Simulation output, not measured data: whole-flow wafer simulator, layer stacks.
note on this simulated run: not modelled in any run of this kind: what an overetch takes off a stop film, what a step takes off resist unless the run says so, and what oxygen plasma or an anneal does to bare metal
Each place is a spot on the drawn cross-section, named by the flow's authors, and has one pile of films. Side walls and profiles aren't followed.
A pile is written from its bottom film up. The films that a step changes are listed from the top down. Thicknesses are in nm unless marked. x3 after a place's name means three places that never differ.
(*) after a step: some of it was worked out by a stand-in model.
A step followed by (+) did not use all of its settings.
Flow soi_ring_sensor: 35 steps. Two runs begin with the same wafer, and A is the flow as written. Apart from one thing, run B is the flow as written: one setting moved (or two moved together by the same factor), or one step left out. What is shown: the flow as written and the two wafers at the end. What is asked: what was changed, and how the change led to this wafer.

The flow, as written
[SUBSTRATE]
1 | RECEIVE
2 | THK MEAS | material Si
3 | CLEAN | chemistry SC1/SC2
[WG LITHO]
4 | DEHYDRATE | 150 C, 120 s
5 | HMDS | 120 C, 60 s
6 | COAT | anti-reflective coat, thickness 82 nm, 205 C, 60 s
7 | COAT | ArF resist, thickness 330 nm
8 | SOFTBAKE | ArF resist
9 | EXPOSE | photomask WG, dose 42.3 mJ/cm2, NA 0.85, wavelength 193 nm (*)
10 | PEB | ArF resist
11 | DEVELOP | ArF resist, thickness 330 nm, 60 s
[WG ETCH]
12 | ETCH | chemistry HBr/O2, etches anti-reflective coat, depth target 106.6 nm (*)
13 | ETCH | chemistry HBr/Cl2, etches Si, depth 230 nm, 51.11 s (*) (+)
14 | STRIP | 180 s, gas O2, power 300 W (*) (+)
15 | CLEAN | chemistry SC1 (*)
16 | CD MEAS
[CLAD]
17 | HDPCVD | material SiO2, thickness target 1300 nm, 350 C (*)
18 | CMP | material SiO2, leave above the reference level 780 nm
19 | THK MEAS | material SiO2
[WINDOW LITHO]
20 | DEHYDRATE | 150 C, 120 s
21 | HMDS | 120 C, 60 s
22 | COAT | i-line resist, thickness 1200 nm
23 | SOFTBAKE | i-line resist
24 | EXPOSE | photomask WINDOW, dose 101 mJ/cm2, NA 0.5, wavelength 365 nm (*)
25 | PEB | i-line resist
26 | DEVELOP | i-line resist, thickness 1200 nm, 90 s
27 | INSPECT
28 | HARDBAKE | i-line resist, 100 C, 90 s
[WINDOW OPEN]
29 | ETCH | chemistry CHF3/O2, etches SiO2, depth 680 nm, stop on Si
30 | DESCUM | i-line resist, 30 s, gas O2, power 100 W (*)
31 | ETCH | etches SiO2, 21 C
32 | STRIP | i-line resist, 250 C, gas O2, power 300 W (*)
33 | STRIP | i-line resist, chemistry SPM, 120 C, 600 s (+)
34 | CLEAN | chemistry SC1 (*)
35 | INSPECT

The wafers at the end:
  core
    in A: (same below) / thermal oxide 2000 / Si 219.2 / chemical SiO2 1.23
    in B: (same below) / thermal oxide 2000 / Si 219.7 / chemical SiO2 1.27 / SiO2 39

What caused this: step 29, ETCH: depth 279 nm was run, while the flow as written has depth 680 nm.

How this came from the change, step by step:
  29 | ETCH | chemistry CHF3/O2, etches SiO2, depth 680 nm, stop on Si
      core, gap, window: A -680 SiO2 | B -279 SiO2
      field, core_clad, gap_clad: A -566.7 i-line resist | B -232.5 i-line resist
  31 | ETCH | etches SiO2, 21 C
      core: A -100 SiO2 (all of it), -1.27 chemical SiO2 (all of it) | B -462 SiO2
  32 | STRIP | i-line resist, 250 C, gas O2, power 300 W (*)
      core: A +1.23 chemical SiO2 (new film), -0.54 Si | B nothing
      field, core_clad: A -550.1 i-line resist (all of it) | B -884.2 i-line resist (all of it)
